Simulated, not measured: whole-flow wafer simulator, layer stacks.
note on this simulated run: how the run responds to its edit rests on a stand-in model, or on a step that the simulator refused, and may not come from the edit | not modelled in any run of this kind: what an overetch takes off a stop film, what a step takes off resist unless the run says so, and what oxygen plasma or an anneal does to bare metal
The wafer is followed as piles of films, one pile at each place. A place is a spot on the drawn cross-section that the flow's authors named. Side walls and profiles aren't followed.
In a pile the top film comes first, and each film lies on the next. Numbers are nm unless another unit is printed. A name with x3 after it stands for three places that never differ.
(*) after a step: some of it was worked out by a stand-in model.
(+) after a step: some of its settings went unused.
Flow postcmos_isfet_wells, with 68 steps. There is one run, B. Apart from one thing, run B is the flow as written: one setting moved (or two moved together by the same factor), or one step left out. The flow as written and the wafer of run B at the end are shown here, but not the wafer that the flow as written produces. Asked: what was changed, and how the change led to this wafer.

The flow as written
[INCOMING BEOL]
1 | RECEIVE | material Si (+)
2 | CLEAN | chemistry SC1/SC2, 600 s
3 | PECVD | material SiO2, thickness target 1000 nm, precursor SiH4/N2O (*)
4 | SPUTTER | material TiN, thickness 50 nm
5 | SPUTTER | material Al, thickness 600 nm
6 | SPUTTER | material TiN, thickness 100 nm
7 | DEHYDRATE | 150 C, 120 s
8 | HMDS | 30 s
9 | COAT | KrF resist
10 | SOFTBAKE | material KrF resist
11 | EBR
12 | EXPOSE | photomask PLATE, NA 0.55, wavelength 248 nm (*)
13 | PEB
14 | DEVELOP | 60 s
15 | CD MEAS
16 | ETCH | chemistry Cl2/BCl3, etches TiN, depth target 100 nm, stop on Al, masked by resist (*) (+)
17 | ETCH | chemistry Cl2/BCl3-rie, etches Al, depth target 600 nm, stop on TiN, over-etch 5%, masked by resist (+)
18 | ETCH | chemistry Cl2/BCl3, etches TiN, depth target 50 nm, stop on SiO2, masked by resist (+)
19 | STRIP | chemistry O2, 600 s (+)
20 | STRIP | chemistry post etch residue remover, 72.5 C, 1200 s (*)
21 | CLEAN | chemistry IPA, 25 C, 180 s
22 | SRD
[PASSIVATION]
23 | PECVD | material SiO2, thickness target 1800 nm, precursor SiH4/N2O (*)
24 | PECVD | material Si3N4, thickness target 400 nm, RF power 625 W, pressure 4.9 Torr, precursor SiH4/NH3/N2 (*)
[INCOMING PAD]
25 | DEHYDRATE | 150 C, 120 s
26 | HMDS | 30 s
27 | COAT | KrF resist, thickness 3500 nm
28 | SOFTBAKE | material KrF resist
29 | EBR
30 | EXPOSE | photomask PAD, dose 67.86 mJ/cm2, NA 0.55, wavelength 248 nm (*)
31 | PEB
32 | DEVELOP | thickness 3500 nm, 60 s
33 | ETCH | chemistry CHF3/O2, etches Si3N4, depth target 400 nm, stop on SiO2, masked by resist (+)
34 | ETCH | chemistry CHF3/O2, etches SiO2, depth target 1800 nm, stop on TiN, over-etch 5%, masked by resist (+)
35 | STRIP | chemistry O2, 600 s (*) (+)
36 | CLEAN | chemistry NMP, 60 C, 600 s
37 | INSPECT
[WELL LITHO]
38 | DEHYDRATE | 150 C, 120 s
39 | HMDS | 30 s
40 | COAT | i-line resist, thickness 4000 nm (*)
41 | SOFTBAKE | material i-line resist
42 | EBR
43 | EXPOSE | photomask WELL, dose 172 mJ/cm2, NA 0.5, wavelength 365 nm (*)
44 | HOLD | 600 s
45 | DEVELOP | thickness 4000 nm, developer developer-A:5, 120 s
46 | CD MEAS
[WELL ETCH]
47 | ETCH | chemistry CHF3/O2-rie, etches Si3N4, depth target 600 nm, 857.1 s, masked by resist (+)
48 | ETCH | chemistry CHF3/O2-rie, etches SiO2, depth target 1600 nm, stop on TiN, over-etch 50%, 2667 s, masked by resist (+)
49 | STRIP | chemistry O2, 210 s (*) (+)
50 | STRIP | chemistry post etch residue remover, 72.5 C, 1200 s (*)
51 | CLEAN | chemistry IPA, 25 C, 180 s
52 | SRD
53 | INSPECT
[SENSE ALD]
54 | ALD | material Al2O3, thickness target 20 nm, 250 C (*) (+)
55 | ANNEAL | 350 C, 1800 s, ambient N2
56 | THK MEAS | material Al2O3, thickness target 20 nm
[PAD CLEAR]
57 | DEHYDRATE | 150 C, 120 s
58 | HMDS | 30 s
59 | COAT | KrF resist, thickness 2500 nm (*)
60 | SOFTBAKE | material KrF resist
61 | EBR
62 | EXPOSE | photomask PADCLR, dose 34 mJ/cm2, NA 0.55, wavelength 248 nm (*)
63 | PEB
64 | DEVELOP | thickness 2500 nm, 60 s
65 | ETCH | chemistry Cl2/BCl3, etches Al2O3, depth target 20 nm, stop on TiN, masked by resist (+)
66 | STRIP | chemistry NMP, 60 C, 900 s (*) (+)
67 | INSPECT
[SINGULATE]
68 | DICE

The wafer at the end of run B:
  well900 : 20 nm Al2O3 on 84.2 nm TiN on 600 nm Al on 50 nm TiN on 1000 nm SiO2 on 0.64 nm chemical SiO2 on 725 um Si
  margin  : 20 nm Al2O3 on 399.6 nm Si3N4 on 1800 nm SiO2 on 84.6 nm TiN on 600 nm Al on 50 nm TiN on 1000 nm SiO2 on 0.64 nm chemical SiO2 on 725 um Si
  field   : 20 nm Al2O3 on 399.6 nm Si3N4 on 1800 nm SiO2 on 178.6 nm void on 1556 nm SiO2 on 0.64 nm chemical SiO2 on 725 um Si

The reason: step 6, SPUTTER: thickness 85 nm was run, though the flow has thickness 100 nm.

The path from the change to this, step by step:
  6 | SPUTTER | material TiN, thickness 100 nm
      field, margin, well900, well1300 x3, pad_rim, pad_clr, pad_open: TiN gains 85 (new film) (it would be, as written: TiN gains 100 (new film))
  16 | ETCH | chemistry Cl2/BCl3, etches TiN, depth target 100 nm, stop on Al, masked by resist (*) (+)
      field: TiN loses 85 (all of it) (it would be, as written: TiN loses 100 (all of it))
  23 | PECVD | material SiO2, thickness target 1800 nm, precursor SiH4/N2O (*)
      field: SiO2 gains 1800 (new film), void gains 178.6 (new film), SiO2 gains 556 (it would be, as written: SiO2 gains 1800 (new film), void gains 189.9 (new film), SiO2 gains 559.7)
